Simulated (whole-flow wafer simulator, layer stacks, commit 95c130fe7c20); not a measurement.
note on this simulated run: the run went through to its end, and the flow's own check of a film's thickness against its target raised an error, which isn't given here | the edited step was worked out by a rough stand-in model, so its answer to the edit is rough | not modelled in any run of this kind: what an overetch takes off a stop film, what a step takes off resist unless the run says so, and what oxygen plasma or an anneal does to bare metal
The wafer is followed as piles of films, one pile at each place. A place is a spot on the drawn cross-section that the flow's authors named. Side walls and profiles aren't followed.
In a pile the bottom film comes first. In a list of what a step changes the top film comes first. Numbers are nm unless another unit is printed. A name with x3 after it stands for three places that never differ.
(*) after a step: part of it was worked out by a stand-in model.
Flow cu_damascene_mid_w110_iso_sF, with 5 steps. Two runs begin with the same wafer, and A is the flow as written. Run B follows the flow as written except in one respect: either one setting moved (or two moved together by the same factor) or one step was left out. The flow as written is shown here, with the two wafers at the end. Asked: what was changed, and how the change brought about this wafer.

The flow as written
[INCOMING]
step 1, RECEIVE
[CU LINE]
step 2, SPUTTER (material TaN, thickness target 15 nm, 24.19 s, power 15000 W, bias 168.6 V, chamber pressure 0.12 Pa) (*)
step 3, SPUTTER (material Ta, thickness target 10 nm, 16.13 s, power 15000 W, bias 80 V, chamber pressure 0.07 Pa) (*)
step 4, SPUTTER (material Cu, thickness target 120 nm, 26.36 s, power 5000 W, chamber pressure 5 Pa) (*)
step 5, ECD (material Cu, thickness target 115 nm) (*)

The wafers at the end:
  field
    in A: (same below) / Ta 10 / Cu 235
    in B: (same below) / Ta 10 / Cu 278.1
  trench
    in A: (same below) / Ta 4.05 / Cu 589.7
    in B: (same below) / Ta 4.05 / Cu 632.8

What caused this: step 5, ECD: thickness target 158.1 nm was run, though the flow has thickness target 115 nm.

How this came from the change, step by step:
  step 5, ECD (material Cu, thickness target 115 nm) (*)
      field: A Cu gains 115 | B Cu gains 158.1
      trench: A Cu gains 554 | B Cu gains 597.1
